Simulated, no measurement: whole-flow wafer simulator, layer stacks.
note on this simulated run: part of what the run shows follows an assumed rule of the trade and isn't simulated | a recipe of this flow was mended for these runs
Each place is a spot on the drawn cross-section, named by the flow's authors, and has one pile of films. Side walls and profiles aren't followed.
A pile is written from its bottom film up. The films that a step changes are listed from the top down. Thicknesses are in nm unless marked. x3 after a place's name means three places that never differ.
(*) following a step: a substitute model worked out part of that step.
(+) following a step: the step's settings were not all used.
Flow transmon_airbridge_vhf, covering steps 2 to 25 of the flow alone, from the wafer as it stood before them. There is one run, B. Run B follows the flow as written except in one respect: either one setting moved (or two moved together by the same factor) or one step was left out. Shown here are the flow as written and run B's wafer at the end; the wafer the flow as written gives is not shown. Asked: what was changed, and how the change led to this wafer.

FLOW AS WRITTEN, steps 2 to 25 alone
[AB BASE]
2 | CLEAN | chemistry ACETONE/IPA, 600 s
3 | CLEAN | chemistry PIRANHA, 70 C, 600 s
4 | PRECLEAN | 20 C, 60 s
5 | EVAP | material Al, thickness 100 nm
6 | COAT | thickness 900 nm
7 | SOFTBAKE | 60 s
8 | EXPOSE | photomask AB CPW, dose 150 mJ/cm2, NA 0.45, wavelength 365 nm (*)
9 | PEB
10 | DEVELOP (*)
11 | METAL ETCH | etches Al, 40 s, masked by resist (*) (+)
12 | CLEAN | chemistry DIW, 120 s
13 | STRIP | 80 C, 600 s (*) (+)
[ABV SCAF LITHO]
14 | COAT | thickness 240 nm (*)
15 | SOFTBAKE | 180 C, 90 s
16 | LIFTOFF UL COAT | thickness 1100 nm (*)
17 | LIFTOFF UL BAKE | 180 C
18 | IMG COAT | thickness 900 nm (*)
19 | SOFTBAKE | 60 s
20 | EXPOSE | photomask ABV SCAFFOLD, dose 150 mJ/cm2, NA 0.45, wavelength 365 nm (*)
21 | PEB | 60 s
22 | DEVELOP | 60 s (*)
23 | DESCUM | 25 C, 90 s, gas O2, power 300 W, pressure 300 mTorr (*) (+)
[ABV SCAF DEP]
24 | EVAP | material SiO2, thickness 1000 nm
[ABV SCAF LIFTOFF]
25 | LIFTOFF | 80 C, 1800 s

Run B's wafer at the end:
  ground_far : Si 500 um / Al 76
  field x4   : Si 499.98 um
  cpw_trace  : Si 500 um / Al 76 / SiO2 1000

The reason: step 5, EVAP: thickness 76 nm was run, though the flow has thickness 100 nm.
The wafer itself shows it: ground_far has Al 76, and step 5 as written asks for 100 nm.

Step by step, how the change led to this:
  5 | EVAP | material Al, thickness 100 nm
      field x4, ground_far, pad_w x2, flank_w x2, gap_w x2, cpw_trace, trace_open_s x2, margin_s x3: +76 Al (new film) (as written it would have been: +100 Al (new film))
  11 | METAL ETCH | etches Al, 40 s, masked by resist (*) (+)
      field x4, gap_w x2: -62.7 Al (all of it), -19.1 Si (as written it would have been: -86.7 Al (all of it), -11.1 Si)
